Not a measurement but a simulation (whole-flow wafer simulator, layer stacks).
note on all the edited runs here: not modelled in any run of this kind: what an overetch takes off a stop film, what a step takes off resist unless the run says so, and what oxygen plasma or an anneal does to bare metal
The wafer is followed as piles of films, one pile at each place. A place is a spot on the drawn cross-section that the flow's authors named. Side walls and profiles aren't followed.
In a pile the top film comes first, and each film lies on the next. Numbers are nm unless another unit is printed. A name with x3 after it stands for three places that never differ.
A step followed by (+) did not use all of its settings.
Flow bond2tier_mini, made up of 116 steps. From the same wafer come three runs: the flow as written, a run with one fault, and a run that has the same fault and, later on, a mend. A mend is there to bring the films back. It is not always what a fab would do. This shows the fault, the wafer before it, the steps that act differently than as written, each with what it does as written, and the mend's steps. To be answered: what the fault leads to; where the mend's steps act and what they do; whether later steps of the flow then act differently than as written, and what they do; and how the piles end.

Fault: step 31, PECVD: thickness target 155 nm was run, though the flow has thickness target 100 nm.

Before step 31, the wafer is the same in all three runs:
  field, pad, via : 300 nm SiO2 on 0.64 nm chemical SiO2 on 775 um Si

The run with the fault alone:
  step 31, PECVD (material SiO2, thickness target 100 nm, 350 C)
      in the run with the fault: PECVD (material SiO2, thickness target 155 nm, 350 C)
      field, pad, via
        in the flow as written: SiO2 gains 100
        in the run with the fault: SiO2 gains 155
  Every later step of the flow that is run acts as written at every place that is followed.
  At field, pad, the piles at the end differ from the flow's by more than 2% or 0.5 nm, whichever is larger.
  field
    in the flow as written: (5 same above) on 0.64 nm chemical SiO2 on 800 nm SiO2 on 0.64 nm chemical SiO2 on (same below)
    in the run with the fault: (5 same above) on 0.64 nm chemical SiO2 on 855 nm SiO2 on 0.64 nm chemical SiO2 on (same below)
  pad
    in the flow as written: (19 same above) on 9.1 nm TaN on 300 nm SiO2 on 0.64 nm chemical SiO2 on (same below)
    in the run with the fault: (19 same above) on 9.1 nm TaN on 355 nm SiO2 on 0.64 nm chemical SiO2 on (same below)

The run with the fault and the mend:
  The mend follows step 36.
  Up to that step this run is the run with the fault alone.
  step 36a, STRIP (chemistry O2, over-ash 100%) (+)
      field
        KrF resist loses 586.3 (all of it)
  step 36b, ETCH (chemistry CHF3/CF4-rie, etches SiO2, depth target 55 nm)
      field, pad, via
        SiO2 loses 55
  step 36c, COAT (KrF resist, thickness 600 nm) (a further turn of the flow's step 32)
      field, pad, via
        KrF resist gains 600 (new film)
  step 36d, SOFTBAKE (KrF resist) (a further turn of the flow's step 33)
      alters no film at any place that is followed
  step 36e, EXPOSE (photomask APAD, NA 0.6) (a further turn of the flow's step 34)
      alters no film at any place that is followed
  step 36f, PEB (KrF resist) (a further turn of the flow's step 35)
      alters no film at any place that is followed
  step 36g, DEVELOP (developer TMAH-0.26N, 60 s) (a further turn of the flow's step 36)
      pad, via
        KrF resist loses 600 (all of it)
      field
        KrF resist loses 13.7
  Every later step of the flow that is run acts as written at every place that is followed.
  By the end, the piles equal the flow's at every place that both follow.
